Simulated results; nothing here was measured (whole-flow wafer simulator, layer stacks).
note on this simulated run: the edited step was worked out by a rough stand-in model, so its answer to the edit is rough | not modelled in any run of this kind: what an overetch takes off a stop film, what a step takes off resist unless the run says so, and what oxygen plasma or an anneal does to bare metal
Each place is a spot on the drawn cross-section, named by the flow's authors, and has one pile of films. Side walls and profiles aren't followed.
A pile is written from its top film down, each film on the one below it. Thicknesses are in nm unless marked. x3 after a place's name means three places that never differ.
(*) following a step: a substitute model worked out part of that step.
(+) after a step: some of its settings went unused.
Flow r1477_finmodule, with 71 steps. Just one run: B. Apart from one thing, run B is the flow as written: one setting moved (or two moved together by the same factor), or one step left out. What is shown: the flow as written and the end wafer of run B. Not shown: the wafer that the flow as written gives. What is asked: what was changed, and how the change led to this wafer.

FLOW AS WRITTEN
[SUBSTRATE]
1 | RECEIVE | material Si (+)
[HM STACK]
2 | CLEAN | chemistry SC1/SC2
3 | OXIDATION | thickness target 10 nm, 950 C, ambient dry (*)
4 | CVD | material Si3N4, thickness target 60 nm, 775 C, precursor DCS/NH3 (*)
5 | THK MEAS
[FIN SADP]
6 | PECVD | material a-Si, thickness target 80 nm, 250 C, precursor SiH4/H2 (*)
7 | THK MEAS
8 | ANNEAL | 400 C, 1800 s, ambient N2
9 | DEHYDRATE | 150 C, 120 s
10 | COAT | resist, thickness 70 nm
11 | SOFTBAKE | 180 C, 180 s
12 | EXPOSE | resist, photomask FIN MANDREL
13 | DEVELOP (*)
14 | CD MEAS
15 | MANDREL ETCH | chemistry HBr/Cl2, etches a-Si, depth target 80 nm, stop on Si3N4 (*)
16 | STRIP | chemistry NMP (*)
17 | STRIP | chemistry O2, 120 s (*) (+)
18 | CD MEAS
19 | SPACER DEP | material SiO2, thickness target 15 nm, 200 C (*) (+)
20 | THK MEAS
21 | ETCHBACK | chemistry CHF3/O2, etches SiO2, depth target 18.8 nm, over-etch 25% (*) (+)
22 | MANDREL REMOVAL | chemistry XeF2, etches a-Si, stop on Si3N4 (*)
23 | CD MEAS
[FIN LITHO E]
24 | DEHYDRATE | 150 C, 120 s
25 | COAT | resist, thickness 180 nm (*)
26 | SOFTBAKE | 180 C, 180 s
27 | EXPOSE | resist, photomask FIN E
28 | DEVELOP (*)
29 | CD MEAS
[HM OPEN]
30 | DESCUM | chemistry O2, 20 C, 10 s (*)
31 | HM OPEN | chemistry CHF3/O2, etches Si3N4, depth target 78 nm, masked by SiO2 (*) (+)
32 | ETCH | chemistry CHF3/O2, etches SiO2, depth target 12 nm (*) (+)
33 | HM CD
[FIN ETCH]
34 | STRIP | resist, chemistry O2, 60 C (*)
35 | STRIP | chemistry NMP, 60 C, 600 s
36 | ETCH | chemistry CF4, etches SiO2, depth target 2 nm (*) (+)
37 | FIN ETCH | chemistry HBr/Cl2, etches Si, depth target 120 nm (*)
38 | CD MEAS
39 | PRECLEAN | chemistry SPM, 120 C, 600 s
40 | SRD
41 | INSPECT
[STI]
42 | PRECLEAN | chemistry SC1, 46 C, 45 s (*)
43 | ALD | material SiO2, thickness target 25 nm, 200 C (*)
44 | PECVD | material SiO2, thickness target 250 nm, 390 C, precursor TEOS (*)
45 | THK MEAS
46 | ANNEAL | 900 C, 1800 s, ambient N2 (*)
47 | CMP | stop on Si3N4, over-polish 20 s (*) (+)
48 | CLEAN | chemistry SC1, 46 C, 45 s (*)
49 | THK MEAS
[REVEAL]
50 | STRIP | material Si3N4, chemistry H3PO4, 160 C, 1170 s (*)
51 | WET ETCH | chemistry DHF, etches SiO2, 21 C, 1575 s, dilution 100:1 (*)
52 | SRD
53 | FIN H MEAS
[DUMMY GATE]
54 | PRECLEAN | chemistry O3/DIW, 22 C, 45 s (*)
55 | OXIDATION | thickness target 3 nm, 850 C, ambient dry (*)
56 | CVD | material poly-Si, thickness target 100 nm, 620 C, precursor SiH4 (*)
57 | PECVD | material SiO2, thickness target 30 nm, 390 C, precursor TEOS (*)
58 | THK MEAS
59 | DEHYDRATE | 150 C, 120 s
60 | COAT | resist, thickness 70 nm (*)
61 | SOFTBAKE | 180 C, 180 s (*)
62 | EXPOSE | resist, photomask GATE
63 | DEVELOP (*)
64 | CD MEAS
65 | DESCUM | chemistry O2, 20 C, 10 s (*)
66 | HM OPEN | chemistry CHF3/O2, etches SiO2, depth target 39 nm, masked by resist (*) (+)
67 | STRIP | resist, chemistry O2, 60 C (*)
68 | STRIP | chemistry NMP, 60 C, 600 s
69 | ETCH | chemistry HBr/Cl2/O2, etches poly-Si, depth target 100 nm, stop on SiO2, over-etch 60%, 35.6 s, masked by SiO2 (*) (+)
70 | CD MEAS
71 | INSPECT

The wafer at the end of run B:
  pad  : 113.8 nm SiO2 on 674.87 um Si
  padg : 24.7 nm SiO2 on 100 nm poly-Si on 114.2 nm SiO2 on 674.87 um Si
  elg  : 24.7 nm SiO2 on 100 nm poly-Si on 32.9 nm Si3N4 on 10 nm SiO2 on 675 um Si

Cause: step 51, WET ETCH: 17.68 C was run, whereas the flow has 21 C.

The path from the change to this, step by step:
  51 | WET ETCH | chemistry DHF, etches SiO2, 21 C, 1575 s, dilution 100:1 (*)
      pad, padg, e40sg and 12 more: -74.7 SiO2 (as written it would have been: -85.7 SiO2)
      elg, e40lg, e100lg, e200lg, elo, e40lo, e100lo, e200lo: -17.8 SiO2 (all of it), -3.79 Si3N4 (as written it would have been: -17.8 SiO2 (all of it), -4.97 Si3N4)
      (as well as at 7 more places)
  56 | CVD | material poly-Si, thickness target 100 nm, 620 C, precursor SiH4 (*)
      s40cg, s40co: +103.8 poly-Si (new film) (as written it would have been: +113.9 poly-Si (new film))
      s45cg, s45co: +103.2 poly-Si (new film) (as written it would have been: +113.4 poly-Si (new film))
      (as well as at 3 more places)
  60 | COAT | resist, thickness 70 nm (*)
      e40sg, eso, e40so: +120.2 resist (new film) (as written it would have been: +129.5 resist (new film))
      e100sg, e100so: +120.1 resist (new film) (as written it would have been: +129.4 resist (new film))
      (as well as at 8 more places)
  63 | DEVELOP (*)
      eso, e40so: -120.2 resist (all of it) (as written it would have been: -129.5 resist (all of it))
      e100so: -120.1 resist (all of it) (as written it would have been: -129.4 resist (all of it))
      (as well as at 4 more places)
  67 | STRIP | resist, chemistry O2, 60 C (*)
      e40sg: -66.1 resist (all of it) (as written it would have been: -75.4 resist (all of it))
      e100sg: -66 resist (all of it) (as written it would have been: -75.3 resist (all of it))
      (as well as at 4 more places)
  69 | ETCH | chemistry HBr/Cl2/O2, etches poly-Si, depth target 100 nm, stop on SiO2, over-etch 60%, 35.6 s, masked by SiO2 (*) (+)
      s40co: -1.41 chemical SiO2 (all of it), -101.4 poly-Si (all of it), -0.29 SiO2 (as written it would have been: -1.46 chemical SiO2 (all of it), -111.5 poly-Si (all of it), -0.24 SiO2)
      s45co: -1.41 chemical SiO2 (all of it), -100.8 poly-Si (all of it), -0.3 SiO2 (as written it would have been: -1.46 chemical SiO2 (all of it), -110.9 poly-Si (all of it), -0.25 SiO2)
      (as well as at 1 more place)
